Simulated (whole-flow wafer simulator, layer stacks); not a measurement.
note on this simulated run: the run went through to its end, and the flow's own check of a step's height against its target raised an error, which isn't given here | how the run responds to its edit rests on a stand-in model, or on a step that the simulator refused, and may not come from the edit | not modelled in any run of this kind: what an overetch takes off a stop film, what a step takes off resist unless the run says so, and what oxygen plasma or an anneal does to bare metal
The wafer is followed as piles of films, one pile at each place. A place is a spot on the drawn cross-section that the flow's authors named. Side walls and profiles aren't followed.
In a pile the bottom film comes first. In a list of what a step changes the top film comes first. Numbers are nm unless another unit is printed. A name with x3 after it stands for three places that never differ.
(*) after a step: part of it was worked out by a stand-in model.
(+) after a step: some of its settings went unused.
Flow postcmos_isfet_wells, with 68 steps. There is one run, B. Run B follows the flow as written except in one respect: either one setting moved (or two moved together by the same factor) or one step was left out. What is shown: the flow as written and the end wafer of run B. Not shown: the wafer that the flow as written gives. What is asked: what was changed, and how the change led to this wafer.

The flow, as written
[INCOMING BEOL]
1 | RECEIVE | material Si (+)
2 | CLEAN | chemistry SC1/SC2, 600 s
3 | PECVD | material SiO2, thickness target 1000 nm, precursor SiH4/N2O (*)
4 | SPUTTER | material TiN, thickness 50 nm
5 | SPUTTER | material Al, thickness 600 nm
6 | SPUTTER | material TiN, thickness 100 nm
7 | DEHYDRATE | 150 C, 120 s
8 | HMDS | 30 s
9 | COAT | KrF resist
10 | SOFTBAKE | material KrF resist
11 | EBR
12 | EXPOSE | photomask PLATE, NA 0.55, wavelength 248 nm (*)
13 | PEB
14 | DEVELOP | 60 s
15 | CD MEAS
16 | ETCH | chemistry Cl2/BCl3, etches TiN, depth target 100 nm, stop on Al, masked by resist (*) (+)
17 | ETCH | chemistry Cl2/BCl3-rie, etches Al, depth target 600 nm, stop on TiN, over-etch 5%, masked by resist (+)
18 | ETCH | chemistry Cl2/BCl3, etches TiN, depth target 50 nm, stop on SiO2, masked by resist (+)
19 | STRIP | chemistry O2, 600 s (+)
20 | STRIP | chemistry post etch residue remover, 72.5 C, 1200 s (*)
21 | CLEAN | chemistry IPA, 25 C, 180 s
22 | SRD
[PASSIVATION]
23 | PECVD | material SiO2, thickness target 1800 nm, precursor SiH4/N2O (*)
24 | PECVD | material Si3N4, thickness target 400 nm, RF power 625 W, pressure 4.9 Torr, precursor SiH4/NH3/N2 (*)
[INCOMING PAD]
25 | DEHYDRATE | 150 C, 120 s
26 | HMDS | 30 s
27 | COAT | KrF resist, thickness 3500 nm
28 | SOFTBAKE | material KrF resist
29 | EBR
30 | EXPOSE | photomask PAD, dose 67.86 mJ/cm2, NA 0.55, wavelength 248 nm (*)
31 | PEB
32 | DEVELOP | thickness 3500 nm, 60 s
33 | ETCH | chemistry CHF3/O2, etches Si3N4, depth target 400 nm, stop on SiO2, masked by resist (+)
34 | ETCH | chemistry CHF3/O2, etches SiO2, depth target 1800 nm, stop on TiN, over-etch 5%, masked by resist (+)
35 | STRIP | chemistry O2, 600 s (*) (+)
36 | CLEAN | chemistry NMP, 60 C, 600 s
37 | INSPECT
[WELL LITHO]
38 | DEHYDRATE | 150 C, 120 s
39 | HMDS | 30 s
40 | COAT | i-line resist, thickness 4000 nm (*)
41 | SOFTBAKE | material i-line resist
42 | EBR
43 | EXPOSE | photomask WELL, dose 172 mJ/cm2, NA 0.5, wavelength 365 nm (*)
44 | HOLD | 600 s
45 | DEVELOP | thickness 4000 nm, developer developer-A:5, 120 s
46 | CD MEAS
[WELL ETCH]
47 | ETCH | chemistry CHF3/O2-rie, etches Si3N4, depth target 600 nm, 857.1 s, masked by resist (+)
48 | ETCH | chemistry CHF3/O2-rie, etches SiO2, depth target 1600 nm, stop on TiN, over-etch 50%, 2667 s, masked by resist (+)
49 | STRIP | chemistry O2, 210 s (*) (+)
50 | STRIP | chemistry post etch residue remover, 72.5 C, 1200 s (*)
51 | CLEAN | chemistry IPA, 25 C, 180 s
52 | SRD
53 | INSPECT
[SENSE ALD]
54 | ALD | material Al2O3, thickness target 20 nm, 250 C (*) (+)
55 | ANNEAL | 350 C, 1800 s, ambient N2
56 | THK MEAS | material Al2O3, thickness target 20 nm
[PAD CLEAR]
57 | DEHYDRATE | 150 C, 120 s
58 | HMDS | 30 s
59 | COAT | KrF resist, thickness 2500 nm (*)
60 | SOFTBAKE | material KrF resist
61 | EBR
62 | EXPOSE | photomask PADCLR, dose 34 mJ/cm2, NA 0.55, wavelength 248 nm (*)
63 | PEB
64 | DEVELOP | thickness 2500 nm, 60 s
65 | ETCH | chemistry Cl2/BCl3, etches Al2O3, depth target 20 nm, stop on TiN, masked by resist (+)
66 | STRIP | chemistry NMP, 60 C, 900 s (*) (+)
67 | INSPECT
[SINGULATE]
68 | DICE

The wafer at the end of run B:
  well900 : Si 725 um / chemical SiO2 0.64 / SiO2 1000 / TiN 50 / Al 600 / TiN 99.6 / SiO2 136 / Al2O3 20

Cause: step 48, ETCH: depth target 976 nm was run, though the flow has depth target 1600 nm; step 48, ETCH: 1627 s was run, where the flow has 2667 s.

The path from the change to this, step by step:
  48 | ETCH | chemistry CHF3/O2-rie, etches SiO2, depth target 1600 nm, stop on TiN, over-etch 50%, 2667 s, masked by resist (+)
      well900, well1300 x3: SiO2 loses 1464 (as written it would have been: SiO2 loses 1600 (all of it))
      field, margin, pad_rim, pad_clr, pad_open: i-line resist loses 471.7 (as written it would have been: i-line resist loses 773.3)
  49 | STRIP | chemistry O2, 210 s (*) (+)
      field, margin, pad_rim: i-line resist loses 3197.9 (all of it) (as written it would have been: i-line resist loses 2896.3 (all of it))
      pad_clr: i-line resist loses 2298.1 (all of it) (as written it would have been: i-line resist loses 1996.5 (all of it))
      (as well as at 1 more place)
  59 | COAT | KrF resist, thickness 2500 nm (*)
      field: KrF resist gains 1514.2 (new film) (as written it would have been: KrF resist gains 1449 (new film))
      margin: KrF resist gains 1514.1 (new film) (as written it would have been: KrF resist gains 1448.9 (new film))
  66 | STRIP | chemistry NMP, 60 C, 900 s (*) (+)
      field, margin: KrF resist loses 1464.8 (all of it) (as written it would have been: KrF resist loses 1400.1 (all of it))
